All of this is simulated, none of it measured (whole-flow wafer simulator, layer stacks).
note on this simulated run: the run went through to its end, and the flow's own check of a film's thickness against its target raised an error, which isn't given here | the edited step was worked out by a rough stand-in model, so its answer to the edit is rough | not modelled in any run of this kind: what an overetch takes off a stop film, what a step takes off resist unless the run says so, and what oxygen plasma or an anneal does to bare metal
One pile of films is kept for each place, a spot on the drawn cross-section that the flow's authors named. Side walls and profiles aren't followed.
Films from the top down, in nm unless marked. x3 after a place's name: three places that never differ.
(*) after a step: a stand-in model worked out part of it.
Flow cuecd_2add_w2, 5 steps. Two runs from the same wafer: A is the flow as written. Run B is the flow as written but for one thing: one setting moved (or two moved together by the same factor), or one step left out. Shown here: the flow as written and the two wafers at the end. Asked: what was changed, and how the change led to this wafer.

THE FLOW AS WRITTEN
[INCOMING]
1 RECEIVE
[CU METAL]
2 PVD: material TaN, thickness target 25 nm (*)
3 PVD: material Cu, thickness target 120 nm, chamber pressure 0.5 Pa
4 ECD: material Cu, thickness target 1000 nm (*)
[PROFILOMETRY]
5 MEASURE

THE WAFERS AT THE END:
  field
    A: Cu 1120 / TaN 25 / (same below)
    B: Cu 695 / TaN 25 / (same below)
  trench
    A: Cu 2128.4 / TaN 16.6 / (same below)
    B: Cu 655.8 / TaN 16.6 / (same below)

The cause: step 4, ECD: thickness target 575 nm was run, where the flow has thickness target 1000 nm.

How the change led to this, step by step:
  4 ECD: material Cu, thickness target 1000 nm (*)
      field: A Cu +1000 | B Cu +575
      trench: A Cu +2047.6 | B Cu +575
